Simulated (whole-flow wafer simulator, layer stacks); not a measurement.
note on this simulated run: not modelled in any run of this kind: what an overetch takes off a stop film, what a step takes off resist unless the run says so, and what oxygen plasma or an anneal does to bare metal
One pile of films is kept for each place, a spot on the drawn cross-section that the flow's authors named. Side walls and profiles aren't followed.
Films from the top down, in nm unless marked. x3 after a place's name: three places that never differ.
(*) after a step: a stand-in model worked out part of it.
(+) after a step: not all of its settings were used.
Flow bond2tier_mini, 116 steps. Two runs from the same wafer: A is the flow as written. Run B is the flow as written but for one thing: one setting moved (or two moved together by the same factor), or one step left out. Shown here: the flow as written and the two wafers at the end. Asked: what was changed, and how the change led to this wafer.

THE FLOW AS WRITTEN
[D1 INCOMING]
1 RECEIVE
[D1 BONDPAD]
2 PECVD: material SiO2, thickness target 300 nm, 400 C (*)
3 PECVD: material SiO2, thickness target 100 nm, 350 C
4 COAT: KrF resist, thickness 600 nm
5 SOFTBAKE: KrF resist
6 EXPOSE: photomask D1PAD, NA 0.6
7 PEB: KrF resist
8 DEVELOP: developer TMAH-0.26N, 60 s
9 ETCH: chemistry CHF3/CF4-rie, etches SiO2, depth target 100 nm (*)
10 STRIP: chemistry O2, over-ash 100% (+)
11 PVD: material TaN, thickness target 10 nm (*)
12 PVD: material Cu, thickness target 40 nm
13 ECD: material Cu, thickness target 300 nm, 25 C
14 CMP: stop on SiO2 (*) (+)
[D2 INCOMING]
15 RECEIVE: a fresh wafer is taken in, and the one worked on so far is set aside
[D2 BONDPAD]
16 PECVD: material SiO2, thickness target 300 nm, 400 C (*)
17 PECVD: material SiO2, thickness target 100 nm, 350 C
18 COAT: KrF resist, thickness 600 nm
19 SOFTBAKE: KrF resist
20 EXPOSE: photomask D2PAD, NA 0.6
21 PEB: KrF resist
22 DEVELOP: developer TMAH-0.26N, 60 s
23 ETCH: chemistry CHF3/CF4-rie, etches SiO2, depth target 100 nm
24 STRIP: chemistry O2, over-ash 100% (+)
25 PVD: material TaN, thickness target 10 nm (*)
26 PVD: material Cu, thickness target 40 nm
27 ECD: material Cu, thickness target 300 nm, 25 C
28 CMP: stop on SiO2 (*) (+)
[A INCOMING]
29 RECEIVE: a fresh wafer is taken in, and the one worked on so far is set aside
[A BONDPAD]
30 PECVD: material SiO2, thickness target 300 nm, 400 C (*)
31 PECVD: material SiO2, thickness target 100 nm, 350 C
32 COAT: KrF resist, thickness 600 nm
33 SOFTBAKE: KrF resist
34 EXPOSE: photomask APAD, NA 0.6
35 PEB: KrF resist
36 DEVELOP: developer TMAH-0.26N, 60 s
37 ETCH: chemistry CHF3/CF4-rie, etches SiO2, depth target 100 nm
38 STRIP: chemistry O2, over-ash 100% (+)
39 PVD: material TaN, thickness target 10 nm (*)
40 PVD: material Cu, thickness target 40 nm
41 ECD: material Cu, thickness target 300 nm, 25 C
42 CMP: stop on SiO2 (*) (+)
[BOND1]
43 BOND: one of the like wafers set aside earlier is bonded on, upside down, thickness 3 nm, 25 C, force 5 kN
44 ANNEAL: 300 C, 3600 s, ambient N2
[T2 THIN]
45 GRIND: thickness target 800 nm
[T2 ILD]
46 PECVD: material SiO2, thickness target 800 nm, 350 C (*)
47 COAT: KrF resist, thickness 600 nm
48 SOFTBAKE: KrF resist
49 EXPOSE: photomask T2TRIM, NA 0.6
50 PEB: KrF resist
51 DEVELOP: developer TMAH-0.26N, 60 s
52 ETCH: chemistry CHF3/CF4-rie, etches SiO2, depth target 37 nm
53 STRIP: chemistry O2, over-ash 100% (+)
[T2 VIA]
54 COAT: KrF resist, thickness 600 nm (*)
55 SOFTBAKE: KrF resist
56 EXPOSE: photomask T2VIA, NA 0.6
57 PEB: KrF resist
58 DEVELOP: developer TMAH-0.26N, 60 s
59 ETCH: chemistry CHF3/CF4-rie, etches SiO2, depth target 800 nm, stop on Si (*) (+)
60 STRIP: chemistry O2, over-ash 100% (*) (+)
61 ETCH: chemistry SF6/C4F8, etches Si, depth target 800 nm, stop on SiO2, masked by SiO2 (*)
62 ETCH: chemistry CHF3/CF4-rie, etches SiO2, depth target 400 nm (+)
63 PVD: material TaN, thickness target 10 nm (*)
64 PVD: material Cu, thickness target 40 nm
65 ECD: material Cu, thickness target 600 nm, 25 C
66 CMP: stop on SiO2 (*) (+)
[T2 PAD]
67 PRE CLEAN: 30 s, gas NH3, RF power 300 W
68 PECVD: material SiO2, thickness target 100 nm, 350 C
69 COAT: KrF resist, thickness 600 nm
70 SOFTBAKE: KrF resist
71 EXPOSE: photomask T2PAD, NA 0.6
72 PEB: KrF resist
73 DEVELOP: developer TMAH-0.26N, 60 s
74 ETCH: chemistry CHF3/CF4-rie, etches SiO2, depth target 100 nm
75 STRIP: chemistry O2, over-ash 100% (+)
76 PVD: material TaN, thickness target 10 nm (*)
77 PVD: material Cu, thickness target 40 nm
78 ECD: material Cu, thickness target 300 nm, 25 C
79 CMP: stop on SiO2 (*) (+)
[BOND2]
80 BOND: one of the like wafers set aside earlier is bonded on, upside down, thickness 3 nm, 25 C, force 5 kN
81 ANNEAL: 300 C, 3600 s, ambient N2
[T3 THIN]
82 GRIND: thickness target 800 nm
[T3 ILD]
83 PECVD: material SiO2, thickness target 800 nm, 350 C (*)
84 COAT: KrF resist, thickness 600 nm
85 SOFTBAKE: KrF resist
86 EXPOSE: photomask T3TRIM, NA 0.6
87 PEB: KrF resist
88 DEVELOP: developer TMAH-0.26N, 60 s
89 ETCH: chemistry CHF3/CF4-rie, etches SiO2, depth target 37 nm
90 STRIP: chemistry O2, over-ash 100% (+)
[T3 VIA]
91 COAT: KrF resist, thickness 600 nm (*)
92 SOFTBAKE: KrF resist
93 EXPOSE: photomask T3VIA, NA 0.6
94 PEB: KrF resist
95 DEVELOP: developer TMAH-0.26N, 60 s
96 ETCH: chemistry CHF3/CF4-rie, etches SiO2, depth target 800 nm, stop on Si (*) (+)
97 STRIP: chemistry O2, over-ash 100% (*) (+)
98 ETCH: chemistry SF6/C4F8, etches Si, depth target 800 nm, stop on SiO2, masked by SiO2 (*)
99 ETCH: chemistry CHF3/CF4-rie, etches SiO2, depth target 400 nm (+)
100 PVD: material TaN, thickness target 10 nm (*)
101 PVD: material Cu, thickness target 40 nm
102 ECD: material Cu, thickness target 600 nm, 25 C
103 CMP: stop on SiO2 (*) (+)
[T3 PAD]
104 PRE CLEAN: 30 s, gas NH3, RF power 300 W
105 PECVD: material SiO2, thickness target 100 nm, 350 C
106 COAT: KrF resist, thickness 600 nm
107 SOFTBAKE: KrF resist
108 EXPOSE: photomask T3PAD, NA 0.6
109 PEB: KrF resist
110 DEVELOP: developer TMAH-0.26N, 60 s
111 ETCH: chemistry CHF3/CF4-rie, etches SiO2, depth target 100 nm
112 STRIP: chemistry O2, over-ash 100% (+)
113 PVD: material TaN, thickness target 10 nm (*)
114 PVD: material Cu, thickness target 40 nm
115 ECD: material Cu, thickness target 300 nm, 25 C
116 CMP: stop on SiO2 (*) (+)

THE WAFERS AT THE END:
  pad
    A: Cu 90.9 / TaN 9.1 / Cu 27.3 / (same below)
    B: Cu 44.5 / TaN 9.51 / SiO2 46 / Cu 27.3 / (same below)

The cause: step 111, ETCH: depth target 54 nm was run, where the flow has depth target 100 nm.

How the change led to this, step by step:
  111 ETCH: chemistry CHF3/CF4-rie, etches SiO2, depth target 100 nm
      pad: A SiO2 -100 (all of it) | B SiO2 -54
      field: A KrF resist -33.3 | B KrF resist -18
  112 STRIP: chemistry O2, over-ash 100% (+)
      field: A KrF resist -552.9 (all of it) | B KrF resist -568.3 (all of it)
  114 PVD: material Cu, thickness target 40 nm
      pad: A Cu +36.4 (new film) | B Cu +38 (new film)
  115 ECD: material Cu, thickness target 300 nm, 25 C
      pad: A Cu +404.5 | B Cu +356.5
Counting metal films that touch as one body, pad has 4 bodies (between them, from the top down: SiO2 46; SiO2 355 / Si 800 / chemical SiO2 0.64 / SiO2 300; SiO2 355 / Si 800 / chemical SiO2 0.64 / SiO2 300); the flow as written gives 3 bodies (between them, from the top down: SiO2 355 / Si 800 / chemical SiO2 0.64 / SiO2 300; SiO2 355 / Si 800 / chemical SiO2 0.64 / SiO2 300).
